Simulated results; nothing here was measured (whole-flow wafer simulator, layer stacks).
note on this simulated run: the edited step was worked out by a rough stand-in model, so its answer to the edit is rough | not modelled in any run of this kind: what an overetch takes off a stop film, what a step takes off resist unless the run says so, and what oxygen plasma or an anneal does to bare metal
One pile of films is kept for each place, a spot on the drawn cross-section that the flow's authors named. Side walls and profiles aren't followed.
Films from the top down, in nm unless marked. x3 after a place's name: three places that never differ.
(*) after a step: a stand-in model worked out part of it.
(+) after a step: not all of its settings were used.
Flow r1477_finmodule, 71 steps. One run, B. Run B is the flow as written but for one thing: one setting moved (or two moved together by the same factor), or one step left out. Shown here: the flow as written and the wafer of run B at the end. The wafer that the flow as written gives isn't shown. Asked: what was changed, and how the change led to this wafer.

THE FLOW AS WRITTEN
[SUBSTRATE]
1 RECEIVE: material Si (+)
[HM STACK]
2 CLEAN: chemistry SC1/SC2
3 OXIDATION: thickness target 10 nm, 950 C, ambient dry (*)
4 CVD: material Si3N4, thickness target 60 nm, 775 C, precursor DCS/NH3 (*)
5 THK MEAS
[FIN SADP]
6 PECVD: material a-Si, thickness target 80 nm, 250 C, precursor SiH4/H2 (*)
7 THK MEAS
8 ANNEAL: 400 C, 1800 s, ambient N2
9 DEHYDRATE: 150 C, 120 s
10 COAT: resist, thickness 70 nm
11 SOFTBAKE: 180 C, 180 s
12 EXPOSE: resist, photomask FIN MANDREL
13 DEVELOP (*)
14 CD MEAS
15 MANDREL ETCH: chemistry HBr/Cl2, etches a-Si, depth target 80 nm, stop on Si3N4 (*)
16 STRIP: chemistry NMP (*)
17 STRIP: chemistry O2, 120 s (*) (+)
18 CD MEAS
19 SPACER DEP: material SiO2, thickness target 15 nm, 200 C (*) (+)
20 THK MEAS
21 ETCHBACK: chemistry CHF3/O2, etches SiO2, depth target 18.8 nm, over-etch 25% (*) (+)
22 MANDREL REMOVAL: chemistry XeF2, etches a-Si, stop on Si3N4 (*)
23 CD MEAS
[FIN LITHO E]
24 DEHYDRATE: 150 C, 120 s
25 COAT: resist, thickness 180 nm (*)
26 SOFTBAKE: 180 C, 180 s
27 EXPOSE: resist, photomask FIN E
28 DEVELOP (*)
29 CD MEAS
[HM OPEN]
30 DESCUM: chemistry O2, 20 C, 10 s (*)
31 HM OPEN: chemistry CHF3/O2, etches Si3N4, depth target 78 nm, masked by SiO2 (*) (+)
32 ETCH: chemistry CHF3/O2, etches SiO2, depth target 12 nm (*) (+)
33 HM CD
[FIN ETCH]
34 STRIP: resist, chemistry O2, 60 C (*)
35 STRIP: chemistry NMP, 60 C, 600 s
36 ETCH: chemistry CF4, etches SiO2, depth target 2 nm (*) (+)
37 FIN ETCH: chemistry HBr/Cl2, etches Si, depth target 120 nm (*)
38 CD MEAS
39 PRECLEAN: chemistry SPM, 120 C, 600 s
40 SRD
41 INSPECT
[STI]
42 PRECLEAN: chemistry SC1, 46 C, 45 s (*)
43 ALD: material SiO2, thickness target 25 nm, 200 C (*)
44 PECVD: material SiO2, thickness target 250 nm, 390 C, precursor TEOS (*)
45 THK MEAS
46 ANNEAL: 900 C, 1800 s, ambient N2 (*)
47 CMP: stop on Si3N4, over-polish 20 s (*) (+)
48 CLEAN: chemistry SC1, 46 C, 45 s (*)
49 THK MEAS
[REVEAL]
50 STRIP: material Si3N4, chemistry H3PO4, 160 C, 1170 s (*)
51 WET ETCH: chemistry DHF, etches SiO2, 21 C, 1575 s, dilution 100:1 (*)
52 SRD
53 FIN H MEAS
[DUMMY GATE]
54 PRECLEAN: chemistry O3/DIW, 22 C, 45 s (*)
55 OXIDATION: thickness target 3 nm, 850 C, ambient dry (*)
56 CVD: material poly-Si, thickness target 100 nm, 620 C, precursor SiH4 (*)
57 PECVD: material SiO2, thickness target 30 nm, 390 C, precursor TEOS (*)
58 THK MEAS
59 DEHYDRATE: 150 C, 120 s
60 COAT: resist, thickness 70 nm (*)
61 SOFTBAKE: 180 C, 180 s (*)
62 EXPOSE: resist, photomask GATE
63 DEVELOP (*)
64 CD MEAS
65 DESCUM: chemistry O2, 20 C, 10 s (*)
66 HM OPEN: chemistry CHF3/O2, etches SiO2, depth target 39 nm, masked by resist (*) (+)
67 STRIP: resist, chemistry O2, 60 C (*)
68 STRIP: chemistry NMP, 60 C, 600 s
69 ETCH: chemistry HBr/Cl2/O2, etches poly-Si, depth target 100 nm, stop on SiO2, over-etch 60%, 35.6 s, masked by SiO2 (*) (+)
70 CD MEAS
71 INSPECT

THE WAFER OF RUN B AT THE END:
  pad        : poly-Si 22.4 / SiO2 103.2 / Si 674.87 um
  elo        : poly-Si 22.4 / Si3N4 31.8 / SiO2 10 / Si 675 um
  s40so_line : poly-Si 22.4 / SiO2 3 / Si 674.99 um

The cause: step 69, ETCH: depth target 47 nm was run, where the flow has depth target 100 nm; step 69, ETCH: 16.7 s was run, where the flow has 35.6 s.

How the change led to this, step by step:
  69 ETCH: chemistry HBr/Cl2/O2, etches poly-Si, depth target 100 nm, stop on SiO2, over-etch 60%, 35.6 s, masked by SiO2 (*) (+)
      pad, eso, e40so and 8 more: chemical SiO2 -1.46 (all of it), poly-Si -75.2 (as written it would be: chemical SiO2 -1.46 (all of it), poly-Si -97.6 (all of it), SiO2 -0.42)
      elo, e40lo, e100lo, e200lo: chemical SiO2 -1.46 (all of it), poly-Si -75.2 (as written it would be: chemical SiO2 -1.46 (all of it), poly-Si -97.6 (all of it), Si3N4 -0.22)
      (and at 21 more places)
